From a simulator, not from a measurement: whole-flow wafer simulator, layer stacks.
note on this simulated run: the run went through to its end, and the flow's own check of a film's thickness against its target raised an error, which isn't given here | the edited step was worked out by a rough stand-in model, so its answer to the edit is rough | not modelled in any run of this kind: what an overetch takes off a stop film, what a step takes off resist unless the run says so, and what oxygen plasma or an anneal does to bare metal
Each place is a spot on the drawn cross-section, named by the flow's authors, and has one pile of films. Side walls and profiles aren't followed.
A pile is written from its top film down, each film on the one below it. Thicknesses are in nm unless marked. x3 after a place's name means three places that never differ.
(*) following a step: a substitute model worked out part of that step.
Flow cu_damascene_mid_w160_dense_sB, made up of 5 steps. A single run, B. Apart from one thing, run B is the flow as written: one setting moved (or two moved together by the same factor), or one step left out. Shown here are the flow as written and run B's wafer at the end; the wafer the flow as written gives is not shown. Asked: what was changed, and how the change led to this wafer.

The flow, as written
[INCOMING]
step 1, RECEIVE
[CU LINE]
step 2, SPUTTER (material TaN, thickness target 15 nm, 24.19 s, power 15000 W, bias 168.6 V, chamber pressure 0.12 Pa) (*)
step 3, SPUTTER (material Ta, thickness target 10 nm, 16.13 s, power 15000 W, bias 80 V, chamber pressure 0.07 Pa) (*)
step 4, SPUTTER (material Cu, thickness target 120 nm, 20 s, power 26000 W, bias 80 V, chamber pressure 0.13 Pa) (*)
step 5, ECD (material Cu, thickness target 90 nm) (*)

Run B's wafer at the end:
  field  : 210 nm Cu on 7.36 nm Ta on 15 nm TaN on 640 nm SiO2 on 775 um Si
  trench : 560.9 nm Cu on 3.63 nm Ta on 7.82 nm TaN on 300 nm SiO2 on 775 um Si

Cause: step 3, SPUTTER: power 11040 W was run, while the flow as written has power 15000 W.

Step by step, how the change led to this:
  step 3, SPUTTER (material Ta, thickness target 10 nm, 16.13 s, power 15000 W, bias 80 V, chamber pressure 0.07 Pa) (*)
      field: +7.36 Ta (new film) (in the flow as written it would be: +10 Ta (new film))
      trench: +3.63 Ta (new film) (in the flow as written it would be: +5.14 Ta (new film))
